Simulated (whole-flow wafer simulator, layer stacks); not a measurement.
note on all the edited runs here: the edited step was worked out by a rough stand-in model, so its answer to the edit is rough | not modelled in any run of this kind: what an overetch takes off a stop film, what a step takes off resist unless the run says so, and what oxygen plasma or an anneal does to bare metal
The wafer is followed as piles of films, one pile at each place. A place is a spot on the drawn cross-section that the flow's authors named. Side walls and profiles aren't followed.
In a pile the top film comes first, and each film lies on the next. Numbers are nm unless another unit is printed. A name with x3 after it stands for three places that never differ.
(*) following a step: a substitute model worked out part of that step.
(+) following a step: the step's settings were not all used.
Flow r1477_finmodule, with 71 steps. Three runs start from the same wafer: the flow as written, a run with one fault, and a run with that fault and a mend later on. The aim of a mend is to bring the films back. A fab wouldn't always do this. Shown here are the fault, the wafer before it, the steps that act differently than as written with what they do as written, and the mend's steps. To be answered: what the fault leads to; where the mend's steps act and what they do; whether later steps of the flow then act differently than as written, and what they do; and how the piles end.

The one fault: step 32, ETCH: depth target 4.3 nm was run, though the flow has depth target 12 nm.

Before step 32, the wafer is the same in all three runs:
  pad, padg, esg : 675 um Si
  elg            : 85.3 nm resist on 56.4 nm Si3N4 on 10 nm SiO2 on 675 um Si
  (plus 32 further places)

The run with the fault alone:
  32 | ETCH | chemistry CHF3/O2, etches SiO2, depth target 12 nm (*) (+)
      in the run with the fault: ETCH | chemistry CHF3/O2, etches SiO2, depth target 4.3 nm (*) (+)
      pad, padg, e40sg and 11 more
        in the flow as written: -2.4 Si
        in the run with the fault: -0.86 Si
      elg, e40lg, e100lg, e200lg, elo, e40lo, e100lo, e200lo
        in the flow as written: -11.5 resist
        in the run with the fault: -4.12 resist
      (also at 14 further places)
  Later steps of the flow acting differently than as written (not shown: 2 more steps that differ only slightly, by at most 2% or 0.5 nm, whichever is larger):
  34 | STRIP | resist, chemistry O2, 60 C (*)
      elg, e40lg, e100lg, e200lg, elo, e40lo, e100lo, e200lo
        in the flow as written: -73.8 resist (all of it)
        in the run with the fault: -81.1 resist (all of it)
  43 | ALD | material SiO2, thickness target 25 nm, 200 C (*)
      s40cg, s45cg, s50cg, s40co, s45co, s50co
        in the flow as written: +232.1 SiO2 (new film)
        in the run with the fault: +238.2 SiO2 (new film)
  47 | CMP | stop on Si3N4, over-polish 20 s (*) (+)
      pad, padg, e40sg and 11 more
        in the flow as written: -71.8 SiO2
        in the run with the fault: -73.3 SiO2
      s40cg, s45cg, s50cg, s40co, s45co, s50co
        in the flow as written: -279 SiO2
        in the run with the fault: -286.7 SiO2
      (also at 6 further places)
  At the end the piles are close to the flow's at the places that both follow, differing by at most 2% or 0.5 nm, whichever is larger.

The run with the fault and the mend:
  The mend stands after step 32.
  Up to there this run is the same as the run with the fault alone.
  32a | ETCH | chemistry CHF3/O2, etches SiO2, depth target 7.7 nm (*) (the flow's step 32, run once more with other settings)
      pad, padg, e40sg and 11 more
        -1.54 Si
      elg, e40lg, e100lg, e200lg, elo, e40lo, e100lo, e200lo
        -7.38 resist
      s40sg_line, s45sg_line, s50sg_line, s40so_line, s45so_line, s50so_line
        -7.7 SiO2
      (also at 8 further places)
  None of the later steps of the flow differs from how it acts as written, at any place that is followed, by more than 2% or 0.5 nm, whichever is larger.
  At the end the piles are close to the flow's at the places that both follow, differing by at most 2% or 0.5 nm, whichever is larger.
